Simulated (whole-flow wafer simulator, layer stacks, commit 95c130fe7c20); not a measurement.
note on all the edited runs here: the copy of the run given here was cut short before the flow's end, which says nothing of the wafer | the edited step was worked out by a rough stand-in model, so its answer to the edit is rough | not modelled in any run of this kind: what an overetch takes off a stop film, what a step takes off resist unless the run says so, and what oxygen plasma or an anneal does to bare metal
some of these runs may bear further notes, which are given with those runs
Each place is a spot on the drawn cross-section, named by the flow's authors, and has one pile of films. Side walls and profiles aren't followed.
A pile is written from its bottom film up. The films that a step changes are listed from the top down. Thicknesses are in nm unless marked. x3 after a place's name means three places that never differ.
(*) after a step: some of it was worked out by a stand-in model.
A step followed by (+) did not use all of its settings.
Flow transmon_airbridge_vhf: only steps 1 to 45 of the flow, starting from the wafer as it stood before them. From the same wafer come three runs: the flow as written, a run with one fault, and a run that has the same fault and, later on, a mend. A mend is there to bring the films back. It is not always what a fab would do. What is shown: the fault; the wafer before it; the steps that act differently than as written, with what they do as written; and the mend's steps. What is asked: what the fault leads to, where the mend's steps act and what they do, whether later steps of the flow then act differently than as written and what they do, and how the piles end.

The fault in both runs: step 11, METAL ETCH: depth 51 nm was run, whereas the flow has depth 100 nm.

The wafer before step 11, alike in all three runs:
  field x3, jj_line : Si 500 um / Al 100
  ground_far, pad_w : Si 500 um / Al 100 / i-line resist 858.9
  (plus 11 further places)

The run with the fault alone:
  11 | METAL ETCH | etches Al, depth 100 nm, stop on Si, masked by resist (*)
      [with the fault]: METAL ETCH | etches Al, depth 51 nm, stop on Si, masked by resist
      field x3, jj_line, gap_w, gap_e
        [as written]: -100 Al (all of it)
        [with the fault]: -51 Al
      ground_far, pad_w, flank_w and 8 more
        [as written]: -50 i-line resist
        [with the fault]: -25.5 i-line resist
  Steps further on in the flow that do not act as written (13 more steps, not shown, differ only slightly: by at most 2% or 0.5 nm, whichever is larger):
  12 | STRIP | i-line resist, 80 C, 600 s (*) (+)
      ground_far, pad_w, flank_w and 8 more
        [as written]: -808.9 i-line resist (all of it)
        [with the fault]: -833.4 i-line resist (all of it)
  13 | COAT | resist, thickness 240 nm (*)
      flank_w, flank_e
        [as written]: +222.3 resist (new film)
        [with the fault]: +230.5 resist (new film)
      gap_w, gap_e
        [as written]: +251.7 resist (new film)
        [with the fault]: +246.2 resist (new film)
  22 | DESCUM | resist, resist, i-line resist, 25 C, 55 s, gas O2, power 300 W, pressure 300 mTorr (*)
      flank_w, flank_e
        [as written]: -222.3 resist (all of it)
        [with the fault]: -230.5 resist (all of it)
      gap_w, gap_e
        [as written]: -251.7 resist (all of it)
        [with the fault]: -246.2 resist (all of it)
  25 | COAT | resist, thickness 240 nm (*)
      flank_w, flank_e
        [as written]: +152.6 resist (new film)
        [with the fault]: +158.5 resist (new film)
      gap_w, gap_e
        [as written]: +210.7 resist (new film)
        [with the fault]: +205.4 resist (new film)
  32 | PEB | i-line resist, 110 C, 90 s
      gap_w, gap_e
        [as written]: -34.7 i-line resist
        [with the fault]: -34 i-line resist
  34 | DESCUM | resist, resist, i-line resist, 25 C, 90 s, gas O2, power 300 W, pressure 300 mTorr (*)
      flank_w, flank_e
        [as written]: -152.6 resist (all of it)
        [with the fault]: -158.5 resist (all of it)
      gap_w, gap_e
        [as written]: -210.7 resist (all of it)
        [with the fault]: -205.4 resist (all of it)
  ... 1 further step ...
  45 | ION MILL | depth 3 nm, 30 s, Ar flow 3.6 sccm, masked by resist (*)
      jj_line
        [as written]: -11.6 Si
        [with the fault]: -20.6 Al
  The piles end different from the flow's at field x3, jj_line, gap_w, gap_e by more than 2% or 0.5 nm, whichever is larger.
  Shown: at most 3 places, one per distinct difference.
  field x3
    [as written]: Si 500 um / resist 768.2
    [with the fault]: Si 500 um / Al 49 / resist 768.2
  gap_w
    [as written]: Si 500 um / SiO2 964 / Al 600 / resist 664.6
    [with the fault]: Si 500 um / Al 49 / SiO2 964 / Al 600 / resist 651.4
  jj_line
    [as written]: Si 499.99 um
    [with the fault]: Si 500 um / Al 28.4

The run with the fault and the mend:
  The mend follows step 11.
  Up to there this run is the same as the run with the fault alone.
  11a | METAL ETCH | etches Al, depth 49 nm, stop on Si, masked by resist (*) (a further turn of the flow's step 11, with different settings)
      ground_far, pad_w, flank_w and 8 more
        -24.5 i-line resist
      field x3, jj_line, gap_w, gap_e
        -49 Al (all of it)
  None of the later steps of the flow acts differently than as written at any place that is followed.
  The piles end the same as the flow's at every place that both follow.
